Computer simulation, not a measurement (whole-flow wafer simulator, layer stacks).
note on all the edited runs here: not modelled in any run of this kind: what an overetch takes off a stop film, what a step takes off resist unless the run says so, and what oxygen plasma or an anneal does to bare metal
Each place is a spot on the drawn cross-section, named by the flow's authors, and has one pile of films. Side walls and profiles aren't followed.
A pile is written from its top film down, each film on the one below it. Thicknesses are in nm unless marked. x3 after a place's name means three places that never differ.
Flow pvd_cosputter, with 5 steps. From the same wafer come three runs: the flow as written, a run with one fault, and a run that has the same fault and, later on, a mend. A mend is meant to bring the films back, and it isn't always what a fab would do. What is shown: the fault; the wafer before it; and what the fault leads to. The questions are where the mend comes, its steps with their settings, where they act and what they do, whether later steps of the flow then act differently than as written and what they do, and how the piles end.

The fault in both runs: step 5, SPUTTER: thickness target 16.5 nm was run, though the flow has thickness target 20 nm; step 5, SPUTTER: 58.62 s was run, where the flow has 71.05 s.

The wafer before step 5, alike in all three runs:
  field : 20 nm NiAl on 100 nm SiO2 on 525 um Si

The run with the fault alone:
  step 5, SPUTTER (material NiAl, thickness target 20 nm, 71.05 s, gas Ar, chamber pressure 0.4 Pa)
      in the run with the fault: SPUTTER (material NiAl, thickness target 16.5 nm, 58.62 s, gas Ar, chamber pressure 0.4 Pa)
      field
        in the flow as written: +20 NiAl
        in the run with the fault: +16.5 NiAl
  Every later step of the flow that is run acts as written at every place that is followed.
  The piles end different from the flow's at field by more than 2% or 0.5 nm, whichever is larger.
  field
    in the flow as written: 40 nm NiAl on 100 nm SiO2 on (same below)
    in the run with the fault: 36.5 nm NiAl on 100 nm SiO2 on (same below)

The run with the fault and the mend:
  After step 5 comes the mend.
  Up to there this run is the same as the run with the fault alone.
  step 5a, SPUTTER (material NiAl, thickness target 3.5 nm, 12.43 s, gas Ar, chamber pressure 0.4 Pa) (the flow's step 5, run once more with other settings)
      field
        +3.5 NiAl
  Every later step of the flow that is run acts as written at every place that is followed.
  At every place that both follow, the piles at the end match the flow's.
